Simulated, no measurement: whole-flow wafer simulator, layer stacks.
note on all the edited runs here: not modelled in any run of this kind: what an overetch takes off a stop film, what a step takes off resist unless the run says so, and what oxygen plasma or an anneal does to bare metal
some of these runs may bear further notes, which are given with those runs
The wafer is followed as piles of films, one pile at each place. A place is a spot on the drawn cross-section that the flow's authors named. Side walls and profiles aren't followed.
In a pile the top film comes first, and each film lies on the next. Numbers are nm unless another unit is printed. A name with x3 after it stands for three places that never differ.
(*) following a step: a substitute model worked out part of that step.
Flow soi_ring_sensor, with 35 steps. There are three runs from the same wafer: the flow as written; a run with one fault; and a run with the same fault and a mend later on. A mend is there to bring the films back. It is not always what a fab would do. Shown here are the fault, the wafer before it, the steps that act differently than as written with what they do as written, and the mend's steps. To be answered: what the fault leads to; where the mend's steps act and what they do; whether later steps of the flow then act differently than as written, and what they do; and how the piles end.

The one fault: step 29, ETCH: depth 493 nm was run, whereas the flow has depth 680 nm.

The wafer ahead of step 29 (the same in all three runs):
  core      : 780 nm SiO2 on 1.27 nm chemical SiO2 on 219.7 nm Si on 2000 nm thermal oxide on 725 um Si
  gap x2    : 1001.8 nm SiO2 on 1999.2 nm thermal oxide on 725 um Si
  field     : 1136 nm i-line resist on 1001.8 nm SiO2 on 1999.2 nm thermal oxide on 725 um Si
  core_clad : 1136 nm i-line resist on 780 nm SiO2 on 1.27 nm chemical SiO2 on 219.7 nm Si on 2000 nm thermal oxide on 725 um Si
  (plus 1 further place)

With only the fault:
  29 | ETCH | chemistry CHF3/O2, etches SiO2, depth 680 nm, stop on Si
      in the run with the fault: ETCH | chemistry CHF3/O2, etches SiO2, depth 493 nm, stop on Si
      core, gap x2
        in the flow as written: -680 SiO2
        in the run with the fault: -493 SiO2
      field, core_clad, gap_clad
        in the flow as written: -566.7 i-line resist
        in the run with the fault: -410.8 i-line resist
  Steps further on in the flow that do not act as written:
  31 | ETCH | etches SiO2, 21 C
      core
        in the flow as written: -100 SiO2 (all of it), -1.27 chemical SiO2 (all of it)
        in the run with the fault: -287 SiO2 (all of it), -1.27 chemical SiO2 (all of it)
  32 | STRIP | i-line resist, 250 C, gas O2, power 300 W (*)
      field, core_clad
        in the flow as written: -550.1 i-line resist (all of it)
        in the run with the fault: -705.9 i-line resist (all of it)
  When the end is reached, the piles differ only a little from the flow's at the places that both follow, at most by 2% or 0.5 nm, whichever is larger.

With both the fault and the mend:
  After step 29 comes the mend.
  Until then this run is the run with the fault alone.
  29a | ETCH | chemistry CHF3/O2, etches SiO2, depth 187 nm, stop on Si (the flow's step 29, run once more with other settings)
      core, gap x2
        -187 SiO2
      field, core_clad, gap_clad
        -155.8 i-line resist
  Later steps of the flow that are run all act as written at every place that is followed.
  At every place that both follow, the piles at the end match the flow's.
